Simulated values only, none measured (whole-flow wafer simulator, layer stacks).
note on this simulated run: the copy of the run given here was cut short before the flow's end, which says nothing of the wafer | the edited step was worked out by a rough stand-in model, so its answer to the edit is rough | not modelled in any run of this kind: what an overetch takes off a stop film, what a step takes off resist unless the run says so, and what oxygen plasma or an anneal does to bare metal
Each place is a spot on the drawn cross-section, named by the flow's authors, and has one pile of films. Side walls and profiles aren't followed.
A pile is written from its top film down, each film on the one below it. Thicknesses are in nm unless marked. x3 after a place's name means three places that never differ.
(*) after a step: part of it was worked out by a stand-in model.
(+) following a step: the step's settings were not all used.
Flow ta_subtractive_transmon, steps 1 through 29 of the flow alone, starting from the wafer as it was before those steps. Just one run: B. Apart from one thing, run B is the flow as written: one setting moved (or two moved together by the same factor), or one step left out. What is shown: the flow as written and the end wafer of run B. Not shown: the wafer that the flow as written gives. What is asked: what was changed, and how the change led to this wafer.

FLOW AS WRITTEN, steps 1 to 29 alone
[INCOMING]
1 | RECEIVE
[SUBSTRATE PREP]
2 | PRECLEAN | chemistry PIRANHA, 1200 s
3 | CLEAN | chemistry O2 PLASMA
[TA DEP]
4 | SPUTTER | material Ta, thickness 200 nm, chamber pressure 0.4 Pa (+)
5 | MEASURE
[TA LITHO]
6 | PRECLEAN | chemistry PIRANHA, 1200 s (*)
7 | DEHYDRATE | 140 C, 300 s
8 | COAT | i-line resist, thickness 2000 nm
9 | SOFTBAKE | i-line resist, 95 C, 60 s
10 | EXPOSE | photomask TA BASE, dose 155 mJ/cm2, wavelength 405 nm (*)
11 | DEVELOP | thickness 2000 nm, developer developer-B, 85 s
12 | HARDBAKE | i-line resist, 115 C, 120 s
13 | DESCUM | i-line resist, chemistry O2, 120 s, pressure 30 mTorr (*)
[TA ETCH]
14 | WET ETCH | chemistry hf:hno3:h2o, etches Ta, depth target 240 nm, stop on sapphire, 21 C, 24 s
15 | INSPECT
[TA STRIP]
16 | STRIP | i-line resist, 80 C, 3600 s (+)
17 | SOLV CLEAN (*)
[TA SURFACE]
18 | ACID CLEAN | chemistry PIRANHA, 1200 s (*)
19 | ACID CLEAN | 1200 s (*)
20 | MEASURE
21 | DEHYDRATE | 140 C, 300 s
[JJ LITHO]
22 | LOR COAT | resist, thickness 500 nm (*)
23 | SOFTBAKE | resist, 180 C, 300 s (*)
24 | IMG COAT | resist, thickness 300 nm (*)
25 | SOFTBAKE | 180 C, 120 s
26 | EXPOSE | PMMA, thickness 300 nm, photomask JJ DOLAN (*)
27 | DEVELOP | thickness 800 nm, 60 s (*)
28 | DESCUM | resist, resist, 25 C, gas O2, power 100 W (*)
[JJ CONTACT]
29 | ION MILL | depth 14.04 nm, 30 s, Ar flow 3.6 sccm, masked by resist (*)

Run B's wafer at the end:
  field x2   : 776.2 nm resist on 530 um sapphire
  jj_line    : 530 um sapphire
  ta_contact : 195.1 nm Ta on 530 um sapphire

What caused this: step 29, ION MILL: depth 6.878 nm was run, whereas the flow has depth 14.04 nm; step 29, ION MILL: 14.7 s was run, where the flow has 30 s.

Step by step, how the change led to this:
  29 | ION MILL | depth 14.04 nm, 30 s, Ar flow 3.6 sccm, masked by resist (*)
      field x2, ta_pad: -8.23 resist (in the flow as written it would be: -16.8 resist)
      jj_line, lead: -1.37 sapphire (in the flow as written it would be: -2.8 sapphire)
      (and at 1 other place as well)
